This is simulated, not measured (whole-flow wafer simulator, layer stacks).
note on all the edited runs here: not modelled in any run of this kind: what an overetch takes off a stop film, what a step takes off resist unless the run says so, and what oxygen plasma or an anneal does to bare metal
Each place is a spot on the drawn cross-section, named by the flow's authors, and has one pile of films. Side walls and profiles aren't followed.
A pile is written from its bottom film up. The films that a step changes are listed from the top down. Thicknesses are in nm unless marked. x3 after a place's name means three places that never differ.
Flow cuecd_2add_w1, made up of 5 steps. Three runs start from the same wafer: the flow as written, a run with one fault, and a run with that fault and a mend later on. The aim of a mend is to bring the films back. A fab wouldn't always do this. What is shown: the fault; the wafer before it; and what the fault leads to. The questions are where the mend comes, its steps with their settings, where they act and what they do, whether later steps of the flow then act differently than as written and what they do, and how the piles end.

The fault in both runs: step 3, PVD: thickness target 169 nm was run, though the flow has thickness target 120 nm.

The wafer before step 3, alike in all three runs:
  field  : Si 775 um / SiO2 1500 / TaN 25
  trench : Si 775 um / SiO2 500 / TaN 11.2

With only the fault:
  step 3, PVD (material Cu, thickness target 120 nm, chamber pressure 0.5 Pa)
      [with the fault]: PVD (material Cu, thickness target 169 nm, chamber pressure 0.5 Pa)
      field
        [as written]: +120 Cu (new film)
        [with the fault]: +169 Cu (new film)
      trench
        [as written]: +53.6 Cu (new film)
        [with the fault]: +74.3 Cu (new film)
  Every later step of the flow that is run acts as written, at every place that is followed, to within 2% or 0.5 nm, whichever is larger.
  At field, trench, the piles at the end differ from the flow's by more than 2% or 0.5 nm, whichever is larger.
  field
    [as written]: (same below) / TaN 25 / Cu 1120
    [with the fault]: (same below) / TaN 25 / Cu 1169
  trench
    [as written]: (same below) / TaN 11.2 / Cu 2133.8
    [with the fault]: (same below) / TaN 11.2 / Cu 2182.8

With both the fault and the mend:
  After step 3 comes the mend.
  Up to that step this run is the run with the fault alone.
  step 3a, ETCH (chemistry cu recess dil, depth target 193.8 nm)
      field
        -169 Cu (all of it)
      trench
        -74.3 Cu (all of it)
  step 3b, PVD (material Cu, thickness target 120 nm, chamber pressure 0.5 Pa) (a further turn of the flow's step 3)
      field
        +120 Cu (new film)
      trench
        +53.6 Cu (new film)
  Every later step of the flow that is run acts as written at every place that is followed.
  At every place that both follow, the piles at the end match the flow's.
